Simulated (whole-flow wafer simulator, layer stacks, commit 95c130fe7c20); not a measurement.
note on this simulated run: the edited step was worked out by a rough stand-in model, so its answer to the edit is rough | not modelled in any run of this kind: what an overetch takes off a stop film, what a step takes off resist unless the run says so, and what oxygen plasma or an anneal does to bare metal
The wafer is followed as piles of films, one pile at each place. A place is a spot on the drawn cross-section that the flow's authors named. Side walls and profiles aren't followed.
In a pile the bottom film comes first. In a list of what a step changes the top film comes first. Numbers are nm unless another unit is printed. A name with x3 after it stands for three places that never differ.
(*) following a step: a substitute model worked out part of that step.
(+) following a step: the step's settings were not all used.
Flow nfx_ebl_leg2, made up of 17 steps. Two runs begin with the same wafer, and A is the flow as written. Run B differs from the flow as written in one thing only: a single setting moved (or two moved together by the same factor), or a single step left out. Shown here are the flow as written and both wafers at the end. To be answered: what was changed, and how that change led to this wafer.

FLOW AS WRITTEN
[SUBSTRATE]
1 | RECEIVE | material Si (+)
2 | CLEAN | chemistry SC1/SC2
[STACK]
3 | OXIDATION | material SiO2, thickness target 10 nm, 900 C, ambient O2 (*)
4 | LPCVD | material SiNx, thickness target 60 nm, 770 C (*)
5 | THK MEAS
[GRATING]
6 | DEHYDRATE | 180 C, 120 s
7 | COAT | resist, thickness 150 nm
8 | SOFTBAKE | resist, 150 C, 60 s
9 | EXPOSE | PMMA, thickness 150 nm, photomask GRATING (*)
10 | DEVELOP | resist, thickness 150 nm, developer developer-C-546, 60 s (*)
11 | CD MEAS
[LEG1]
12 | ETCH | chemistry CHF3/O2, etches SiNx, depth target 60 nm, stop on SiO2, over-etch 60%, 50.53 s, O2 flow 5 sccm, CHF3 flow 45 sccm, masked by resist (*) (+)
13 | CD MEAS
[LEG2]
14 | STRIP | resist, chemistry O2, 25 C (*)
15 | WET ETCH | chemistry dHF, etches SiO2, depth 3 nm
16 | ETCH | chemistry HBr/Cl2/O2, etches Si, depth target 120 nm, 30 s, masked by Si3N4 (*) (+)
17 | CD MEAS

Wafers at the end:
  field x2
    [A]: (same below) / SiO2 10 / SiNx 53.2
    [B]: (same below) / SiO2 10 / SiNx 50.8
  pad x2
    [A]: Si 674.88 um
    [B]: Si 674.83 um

The reason: step 16, ETCH: depth target 162 nm was run, while the flow as written has depth target 120 nm; step 16, ETCH: 40.5 s was run, where the flow has 30 s.

Step by step, how the change led to this:
  16 | ETCH | chemistry HBr/Cl2/O2, etches Si, depth target 120 nm, 30 s, masked by Si3N4 (*) (+)
      field x2: A SiNx loses 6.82 | B SiNx loses 9.2
      pad x2: A Si loses 120 | B Si loses 162
